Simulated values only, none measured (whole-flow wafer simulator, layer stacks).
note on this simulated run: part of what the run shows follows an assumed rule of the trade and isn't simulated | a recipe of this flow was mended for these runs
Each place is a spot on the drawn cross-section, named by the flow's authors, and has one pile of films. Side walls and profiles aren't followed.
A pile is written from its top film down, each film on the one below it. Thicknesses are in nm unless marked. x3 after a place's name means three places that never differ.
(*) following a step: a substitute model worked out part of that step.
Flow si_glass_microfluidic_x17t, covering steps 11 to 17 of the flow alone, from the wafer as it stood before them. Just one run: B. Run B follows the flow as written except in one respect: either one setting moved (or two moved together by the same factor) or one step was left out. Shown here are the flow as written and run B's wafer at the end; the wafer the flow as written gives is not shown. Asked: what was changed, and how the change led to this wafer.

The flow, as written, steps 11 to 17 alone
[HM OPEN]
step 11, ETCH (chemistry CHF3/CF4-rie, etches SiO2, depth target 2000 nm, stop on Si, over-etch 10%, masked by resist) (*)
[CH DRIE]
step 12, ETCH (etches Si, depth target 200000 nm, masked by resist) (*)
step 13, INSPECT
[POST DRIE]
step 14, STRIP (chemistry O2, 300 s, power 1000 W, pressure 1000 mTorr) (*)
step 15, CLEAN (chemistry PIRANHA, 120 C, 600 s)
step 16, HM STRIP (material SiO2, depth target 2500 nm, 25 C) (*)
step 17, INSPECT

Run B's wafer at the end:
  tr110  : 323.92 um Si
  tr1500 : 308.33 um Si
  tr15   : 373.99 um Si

The reason: step 11, ETCH: depth target 2600 nm was run, whereas the flow has depth target 2000 nm.

The path from the change to this, step by step:
  step 11, ETCH (chemistry CHF3/CF4-rie, etches SiO2, depth target 2000 nm, stop on Si, over-etch 10%, masked by resist) (*)
      tr110, tr1500, tr15: -2000 SiO2 (all of it), -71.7 Si (as written it would have been: -2000 SiO2 (all of it), -16.7 Si)
      land: -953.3 thick-i-line-resist (as written it would have been: -733.3 thick-i-line-resist)
  step 12, ETCH (etches Si, depth target 200000 nm, masked by resist) (*)
      tr1500: -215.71 um Si (as written it would have been: -215.73 um Si)
      tr15: -150.05 um Si (as written it would have been: -149.99 um Si)
  step 14, STRIP (chemistry O2, 300 s, power 1000 W, pressure 1000 mTorr) (*)
      land: -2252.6 thick-i-line-resist (all of it) (as written it would have been: -2472.3 thick-i-line-resist (all of it))
